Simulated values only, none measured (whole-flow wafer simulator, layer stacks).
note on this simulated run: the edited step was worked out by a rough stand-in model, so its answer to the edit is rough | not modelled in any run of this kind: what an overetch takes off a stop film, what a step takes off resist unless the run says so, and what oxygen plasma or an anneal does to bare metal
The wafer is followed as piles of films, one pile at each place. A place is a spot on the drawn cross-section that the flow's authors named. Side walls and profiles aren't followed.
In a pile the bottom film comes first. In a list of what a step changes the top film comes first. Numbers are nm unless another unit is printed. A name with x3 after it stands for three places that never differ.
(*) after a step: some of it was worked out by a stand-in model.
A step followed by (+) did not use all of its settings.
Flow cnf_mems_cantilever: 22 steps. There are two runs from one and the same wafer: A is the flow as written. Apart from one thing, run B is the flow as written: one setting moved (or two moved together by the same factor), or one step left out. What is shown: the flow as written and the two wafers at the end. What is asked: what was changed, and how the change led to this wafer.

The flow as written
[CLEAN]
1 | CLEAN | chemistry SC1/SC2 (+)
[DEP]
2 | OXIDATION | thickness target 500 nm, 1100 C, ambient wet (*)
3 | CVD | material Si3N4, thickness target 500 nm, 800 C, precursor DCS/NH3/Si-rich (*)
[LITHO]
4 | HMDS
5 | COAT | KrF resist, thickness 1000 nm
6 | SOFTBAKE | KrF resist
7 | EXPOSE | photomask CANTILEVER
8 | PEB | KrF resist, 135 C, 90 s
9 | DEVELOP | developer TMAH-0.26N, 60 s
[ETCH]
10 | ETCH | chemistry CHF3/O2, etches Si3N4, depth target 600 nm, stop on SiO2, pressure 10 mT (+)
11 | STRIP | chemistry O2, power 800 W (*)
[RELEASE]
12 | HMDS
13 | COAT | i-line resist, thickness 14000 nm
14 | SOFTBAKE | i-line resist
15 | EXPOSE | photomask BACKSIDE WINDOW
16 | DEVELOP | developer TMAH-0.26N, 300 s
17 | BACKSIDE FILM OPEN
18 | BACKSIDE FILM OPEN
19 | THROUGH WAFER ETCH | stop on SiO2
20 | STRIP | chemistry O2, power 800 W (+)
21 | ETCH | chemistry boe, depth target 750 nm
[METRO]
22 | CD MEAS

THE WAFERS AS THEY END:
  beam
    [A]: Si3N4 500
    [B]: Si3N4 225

Cause: step 3, CVD: thickness target 225 nm was run, whereas the flow has thickness target 500 nm.
The wafer itself shows it: beam has Si3N4 225, and step 3 as written asks for 500 nm.

The path from the change to this, step by step:
  3 | CVD | material Si3N4, thickness target 500 nm, 800 C, precursor DCS/NH3/Si-rich (*)
      field, beam: A +500 Si3N4 (new film) | B +225 Si3N4 (new film)
  10 | ETCH | chemistry CHF3/O2, etches Si3N4, depth target 600 nm, stop on SiO2, pressure 10 mT (+)
      field: A -500 Si3N4 (all of it) | B -225 Si3N4 (all of it)
      beam: A -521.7 KrF resist | B -293.5 KrF resist
  11 | STRIP | chemistry O2, power 800 W (*)
      beam: A -419.9 KrF resist (all of it) | B -648.2 KrF resist (all of it)
